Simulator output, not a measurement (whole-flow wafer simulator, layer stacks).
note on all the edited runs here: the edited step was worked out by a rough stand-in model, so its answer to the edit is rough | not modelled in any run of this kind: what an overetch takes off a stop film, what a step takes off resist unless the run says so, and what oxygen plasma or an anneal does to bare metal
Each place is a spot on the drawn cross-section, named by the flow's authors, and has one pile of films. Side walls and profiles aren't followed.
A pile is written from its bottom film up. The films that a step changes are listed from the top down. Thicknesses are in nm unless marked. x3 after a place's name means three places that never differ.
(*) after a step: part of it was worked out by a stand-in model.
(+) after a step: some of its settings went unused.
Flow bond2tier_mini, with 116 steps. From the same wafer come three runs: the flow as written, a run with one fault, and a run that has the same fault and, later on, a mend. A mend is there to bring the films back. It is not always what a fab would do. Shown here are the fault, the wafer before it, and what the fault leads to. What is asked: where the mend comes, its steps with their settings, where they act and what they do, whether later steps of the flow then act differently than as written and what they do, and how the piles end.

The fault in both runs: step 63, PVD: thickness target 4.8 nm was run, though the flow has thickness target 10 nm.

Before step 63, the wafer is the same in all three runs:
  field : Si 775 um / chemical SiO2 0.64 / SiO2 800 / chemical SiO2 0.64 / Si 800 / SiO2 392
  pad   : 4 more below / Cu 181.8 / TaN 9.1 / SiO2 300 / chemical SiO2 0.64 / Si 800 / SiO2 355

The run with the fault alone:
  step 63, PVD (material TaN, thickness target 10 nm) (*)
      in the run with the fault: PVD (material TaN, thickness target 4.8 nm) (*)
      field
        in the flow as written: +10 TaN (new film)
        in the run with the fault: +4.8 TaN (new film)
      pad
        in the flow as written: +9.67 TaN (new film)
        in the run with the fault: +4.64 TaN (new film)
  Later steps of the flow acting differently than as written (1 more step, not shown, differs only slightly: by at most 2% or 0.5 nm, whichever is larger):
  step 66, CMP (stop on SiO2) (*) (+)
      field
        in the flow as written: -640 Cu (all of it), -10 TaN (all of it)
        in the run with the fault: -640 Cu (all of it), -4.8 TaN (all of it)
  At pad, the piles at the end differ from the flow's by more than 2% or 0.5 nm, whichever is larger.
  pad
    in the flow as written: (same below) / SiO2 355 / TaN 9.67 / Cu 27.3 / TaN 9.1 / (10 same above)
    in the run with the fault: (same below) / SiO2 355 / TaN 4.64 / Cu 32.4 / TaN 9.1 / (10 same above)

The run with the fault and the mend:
  After step 63 comes the mend.
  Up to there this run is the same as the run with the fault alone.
  step 63a, PVD (material TaN, thickness target 5.2 nm) (*) (a further turn of the flow's step 63, with different settings)
      field
        +5.2 TaN
      pad
        +5.02 TaN
  Later steps of the flow that are run all act as written at every place that is followed.
  The piles end only slightly different from the flow's at the places that both follow, by no more than 2% or 0.5 nm, whichever is larger.
